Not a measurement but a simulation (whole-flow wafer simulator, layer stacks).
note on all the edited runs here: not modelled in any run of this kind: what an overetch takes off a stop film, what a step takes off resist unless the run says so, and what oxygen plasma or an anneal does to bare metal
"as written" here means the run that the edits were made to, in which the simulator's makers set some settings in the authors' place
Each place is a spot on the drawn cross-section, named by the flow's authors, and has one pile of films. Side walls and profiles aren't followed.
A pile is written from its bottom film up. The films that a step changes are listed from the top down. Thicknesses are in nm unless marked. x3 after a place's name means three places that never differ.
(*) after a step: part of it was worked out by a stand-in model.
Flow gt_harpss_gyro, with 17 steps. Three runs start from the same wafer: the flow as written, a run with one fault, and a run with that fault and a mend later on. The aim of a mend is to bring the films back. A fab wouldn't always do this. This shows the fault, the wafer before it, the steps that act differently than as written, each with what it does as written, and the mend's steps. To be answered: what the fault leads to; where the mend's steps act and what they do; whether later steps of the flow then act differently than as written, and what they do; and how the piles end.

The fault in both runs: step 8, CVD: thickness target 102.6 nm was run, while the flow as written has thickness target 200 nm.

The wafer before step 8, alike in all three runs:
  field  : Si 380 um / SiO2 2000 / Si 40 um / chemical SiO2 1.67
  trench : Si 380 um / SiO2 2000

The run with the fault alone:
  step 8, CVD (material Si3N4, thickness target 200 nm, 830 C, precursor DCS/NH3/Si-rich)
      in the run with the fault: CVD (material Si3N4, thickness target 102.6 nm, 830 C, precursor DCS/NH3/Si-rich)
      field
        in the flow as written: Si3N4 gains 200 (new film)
        in the run with the fault: Si3N4 gains 102.6 (new film)
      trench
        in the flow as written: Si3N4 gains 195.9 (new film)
        in the run with the fault: Si3N4 gains 100.7 (new film)
  Steps later in the flow that act otherwise than as written:
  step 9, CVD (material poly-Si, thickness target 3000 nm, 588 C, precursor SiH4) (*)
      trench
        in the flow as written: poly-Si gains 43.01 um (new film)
        in the run with the fault: poly-Si gains 43 um (new film)
  At field, trench, the piles at the end differ from the flow's by more than 2% or 0.5 nm, whichever is larger.
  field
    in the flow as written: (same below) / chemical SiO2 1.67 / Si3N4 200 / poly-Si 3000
    in the run with the fault: (same below) / chemical SiO2 1.67 / Si3N4 102.6 / poly-Si 3000
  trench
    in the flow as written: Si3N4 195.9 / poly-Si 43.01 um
    in the run with the fault: Si3N4 100.7 / poly-Si 43 um

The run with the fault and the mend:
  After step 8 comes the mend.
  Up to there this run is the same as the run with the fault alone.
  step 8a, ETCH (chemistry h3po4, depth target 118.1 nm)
      field
        Si3N4 loses 102.6 (all of it)
      trench
        Si3N4 loses 100.7 (all of it)
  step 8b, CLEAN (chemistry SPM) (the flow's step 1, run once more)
      does not change any film at any place that is followed
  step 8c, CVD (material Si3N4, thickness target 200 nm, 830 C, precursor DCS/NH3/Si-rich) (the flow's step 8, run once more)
      field
        Si3N4 gains 200 (new film)
      trench
        Si3N4 gains 195.9 (new film)
  Every later step of the flow that is run acts as written at every place that is followed.
  At every place that both follow, the piles at the end match the flow's.
